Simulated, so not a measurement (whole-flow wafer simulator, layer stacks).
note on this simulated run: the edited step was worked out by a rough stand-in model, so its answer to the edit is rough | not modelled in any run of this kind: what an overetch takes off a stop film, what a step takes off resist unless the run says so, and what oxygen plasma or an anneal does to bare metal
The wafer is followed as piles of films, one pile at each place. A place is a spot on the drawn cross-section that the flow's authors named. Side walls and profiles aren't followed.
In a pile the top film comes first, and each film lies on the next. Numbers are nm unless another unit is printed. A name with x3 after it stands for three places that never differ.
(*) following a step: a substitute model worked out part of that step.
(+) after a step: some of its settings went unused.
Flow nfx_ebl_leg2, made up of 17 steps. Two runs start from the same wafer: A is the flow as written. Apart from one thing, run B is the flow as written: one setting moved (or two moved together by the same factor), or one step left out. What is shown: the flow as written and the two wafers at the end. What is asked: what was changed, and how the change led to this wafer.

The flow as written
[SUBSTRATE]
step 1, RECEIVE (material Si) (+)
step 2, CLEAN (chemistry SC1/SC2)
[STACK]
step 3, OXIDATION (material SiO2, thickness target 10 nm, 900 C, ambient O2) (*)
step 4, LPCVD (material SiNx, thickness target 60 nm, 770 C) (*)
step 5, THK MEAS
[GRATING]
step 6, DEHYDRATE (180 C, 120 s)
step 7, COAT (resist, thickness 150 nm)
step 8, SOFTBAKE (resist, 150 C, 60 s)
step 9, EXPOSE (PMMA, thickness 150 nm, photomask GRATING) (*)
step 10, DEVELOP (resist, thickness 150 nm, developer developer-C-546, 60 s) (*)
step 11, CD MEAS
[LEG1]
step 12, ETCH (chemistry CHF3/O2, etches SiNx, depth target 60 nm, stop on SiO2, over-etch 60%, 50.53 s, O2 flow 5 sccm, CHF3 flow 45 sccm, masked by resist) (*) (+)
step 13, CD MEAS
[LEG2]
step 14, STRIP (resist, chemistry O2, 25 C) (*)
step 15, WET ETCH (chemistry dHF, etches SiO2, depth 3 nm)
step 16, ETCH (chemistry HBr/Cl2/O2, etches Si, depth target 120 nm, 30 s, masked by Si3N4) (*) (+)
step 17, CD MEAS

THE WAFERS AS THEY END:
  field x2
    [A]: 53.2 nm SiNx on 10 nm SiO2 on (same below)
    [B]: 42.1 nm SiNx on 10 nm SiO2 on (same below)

The reason: step 4, LPCVD: 758 C was run, whereas the flow has 770 C.

Step by step, how the change led to this:
  step 4, LPCVD (material SiNx, thickness target 60 nm, 770 C) (*)
      field x2, pad x2: A +60 SiNx (new film) | B +48.9 SiNx (new film)
  step 12, ETCH (chemistry CHF3/O2, etches SiNx, depth target 60 nm, stop on SiO2, over-etch 60%, 50.53 s, O2 flow 5 sccm, CHF3 flow 45 sccm, masked by resist) (*) (+)
      pad x2: A -60 SiNx (all of it), -10 SiO2 (all of it) | B -48.9 SiNx (all of it), -10 SiO2 (all of it)
